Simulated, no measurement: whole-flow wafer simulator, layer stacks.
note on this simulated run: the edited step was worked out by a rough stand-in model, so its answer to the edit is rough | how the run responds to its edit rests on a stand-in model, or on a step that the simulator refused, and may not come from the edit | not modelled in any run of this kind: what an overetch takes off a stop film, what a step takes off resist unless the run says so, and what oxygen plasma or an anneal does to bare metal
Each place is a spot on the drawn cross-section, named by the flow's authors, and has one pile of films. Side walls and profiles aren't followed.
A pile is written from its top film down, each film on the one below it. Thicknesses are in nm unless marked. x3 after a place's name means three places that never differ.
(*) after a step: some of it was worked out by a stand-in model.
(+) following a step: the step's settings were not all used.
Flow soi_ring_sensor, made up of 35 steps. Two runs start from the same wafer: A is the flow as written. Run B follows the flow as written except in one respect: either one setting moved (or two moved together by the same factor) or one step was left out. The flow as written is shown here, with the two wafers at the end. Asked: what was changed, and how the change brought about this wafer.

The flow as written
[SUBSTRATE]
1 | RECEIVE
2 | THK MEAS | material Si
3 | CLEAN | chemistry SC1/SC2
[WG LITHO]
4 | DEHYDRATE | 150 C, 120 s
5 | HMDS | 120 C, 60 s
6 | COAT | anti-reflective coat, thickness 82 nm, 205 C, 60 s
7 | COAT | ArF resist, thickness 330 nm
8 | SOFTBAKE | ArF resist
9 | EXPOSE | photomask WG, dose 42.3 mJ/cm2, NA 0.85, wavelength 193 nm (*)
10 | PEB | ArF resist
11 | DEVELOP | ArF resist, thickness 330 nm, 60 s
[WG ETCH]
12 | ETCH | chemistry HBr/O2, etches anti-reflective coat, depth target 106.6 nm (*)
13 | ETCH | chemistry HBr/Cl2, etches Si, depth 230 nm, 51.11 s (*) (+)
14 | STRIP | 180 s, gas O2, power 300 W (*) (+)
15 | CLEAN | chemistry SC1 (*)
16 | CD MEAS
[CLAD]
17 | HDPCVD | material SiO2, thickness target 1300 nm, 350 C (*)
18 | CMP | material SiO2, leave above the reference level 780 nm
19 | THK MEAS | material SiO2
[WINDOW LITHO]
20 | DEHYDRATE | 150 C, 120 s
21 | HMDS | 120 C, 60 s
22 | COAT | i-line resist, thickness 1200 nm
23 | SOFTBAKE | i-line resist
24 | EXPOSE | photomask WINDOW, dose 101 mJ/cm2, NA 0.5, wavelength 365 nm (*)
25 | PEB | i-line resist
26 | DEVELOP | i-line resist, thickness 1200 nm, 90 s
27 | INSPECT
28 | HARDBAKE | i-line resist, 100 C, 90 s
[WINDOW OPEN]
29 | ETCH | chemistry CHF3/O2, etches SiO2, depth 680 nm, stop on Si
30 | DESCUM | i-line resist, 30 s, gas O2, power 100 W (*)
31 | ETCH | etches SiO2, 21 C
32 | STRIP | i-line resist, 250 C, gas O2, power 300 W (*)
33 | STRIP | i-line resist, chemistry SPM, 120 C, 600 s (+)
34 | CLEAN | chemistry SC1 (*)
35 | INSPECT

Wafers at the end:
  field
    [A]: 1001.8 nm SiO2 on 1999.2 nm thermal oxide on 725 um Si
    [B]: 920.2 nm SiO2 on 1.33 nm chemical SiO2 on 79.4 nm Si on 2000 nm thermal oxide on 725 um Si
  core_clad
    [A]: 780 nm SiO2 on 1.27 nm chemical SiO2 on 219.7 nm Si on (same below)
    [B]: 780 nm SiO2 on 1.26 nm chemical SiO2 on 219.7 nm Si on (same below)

Cause: step 13, ETCH: depth 140 nm was run, though the flow has depth 230 nm; step 13, ETCH: 31.18 s was run, where the flow has 51.11 s.

How this came from the change, step by step:
  13 | ETCH | chemistry HBr/Cl2, etches Si, depth 230 nm, 51.11 s (*) (+)
      gap, window, field, gap_clad: A Si loses 220 (all of it), thermal oxide loses 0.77 | B Si loses 140
      core, core_clad: A ArF resist loses 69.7 | B ArF resist loses 42.5
  14 | STRIP | 180 s, gas O2, power 300 W (*) (+)
      gap, window, field, gap_clad: A nothing | B chemical SiO2 gains 1.33 (new film), Si loses 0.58
      core, core_clad: A ArF resist loses 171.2 (all of it), anti-reflective coat loses 82 (all of it), chemical SiO2 gains 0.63, Si loses 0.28 | B ArF resist loses 198.4 (all of it), anti-reflective coat loses 82 (all of it), chemical SiO2 gains 0.62, Si loses 0.27
  18 | CMP | material SiO2, leave above the reference level 780 nm
      gap, window, field, gap_clad: A SiO2 loses 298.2 | B SiO2 loses 379.8
